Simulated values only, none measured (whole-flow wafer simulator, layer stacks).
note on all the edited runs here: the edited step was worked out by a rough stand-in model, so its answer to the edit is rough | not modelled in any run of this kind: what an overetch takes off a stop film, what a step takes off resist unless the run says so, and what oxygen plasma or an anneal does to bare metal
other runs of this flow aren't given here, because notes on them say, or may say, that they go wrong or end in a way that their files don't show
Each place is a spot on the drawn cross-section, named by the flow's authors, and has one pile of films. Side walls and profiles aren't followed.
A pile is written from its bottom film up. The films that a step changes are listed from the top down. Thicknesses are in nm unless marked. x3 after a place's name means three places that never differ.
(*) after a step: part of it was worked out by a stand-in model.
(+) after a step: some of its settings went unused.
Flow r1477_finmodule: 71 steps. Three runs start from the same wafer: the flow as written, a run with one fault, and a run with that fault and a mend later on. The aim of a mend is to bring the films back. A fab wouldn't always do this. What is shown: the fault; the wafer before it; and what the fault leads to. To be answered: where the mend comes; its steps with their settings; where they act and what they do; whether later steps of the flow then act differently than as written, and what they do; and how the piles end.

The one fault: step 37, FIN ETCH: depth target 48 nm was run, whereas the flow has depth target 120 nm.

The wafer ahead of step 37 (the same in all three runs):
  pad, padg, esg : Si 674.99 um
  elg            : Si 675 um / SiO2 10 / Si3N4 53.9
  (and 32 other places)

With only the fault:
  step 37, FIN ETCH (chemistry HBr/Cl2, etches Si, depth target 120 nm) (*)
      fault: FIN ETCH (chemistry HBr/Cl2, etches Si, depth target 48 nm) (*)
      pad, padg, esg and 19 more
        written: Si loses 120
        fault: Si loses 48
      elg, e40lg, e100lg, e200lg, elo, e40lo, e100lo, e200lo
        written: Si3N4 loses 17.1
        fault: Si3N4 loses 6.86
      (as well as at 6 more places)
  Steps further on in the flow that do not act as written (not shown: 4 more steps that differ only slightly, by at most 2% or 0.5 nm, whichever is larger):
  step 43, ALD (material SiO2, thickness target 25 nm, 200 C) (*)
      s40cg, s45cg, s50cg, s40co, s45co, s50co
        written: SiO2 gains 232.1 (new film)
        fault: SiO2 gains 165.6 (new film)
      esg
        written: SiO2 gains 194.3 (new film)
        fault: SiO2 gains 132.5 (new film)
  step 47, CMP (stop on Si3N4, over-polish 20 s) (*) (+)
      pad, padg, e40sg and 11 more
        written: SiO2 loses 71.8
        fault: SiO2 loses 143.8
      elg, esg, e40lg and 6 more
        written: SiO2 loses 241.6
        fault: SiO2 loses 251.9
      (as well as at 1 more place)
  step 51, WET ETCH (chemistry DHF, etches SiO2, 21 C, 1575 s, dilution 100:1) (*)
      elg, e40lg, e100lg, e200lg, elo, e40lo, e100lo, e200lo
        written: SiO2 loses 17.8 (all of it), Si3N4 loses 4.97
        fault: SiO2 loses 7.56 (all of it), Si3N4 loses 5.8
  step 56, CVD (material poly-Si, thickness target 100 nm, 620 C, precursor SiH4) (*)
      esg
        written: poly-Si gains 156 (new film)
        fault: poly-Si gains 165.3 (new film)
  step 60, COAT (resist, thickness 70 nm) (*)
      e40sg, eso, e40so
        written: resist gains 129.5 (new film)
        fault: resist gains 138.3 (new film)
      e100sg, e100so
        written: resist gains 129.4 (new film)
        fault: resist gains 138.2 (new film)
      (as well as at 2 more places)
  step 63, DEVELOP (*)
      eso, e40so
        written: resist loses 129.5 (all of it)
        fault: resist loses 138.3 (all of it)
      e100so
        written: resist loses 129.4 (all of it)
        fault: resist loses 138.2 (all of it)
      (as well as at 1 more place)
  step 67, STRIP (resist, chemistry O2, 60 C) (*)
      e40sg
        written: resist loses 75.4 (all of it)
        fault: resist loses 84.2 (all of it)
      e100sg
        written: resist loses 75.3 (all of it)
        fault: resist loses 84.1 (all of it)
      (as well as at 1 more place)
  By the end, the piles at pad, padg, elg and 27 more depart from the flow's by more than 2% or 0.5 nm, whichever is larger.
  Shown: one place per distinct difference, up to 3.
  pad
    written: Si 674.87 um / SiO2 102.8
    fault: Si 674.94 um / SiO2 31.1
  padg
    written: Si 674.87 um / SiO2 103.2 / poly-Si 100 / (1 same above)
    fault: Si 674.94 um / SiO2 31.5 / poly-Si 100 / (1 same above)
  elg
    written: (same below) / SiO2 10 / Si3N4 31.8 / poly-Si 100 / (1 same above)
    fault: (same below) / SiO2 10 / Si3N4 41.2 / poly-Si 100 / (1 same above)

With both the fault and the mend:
  After step 38 comes the mend.
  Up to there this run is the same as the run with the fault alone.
  step 38a, FIN ETCH (chemistry HBr/Cl2, etches Si, depth target 72 nm) (*) (the flow's step 37 again, with other settings)
      pad, padg, esg and 19 more
        Si loses 72
      elg, e40lg, e100lg, e200lg, elo, e40lo, e100lo, e200lo
        Si3N4 loses 10.3
      s40sg_line, s45sg_line, s50sg_line, s40so_line, s45so_line, s50so_line
        SiO2 loses 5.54
  Later steps of the flow that are run all act as written at every place that is followed.
  By the end, the piles equal the flow's at every place that both follow.
